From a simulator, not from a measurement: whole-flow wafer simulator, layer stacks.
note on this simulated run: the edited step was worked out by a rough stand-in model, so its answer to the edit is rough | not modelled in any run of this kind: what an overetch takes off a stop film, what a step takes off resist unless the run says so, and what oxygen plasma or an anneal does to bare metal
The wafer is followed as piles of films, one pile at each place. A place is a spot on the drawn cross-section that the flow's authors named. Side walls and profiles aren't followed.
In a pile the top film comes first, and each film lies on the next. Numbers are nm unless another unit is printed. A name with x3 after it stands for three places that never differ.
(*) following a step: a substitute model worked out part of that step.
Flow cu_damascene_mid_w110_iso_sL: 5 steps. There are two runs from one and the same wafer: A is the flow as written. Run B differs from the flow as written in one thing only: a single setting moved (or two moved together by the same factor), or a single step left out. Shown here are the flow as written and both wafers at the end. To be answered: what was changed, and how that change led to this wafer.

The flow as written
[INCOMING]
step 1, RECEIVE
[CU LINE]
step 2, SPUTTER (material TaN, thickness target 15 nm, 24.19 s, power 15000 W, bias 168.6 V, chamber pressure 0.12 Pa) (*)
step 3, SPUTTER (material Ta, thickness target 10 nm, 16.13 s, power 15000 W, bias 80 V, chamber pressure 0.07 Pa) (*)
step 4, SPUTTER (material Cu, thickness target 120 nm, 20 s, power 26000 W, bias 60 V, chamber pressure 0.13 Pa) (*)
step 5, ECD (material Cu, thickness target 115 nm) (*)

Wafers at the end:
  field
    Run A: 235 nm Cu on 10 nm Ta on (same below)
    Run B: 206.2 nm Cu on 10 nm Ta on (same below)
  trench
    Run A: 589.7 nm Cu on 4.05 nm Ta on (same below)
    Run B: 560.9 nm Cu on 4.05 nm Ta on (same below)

Cause: step 5, ECD: thickness target 86.2 nm was run, whereas the flow has thickness target 115 nm.

The path from the change to this, step by step:
  step 5, ECD (material Cu, thickness target 115 nm) (*)
      field: A Cu gains 115 | B Cu gains 86.2
      trench: A Cu gains 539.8 | B Cu gains 511
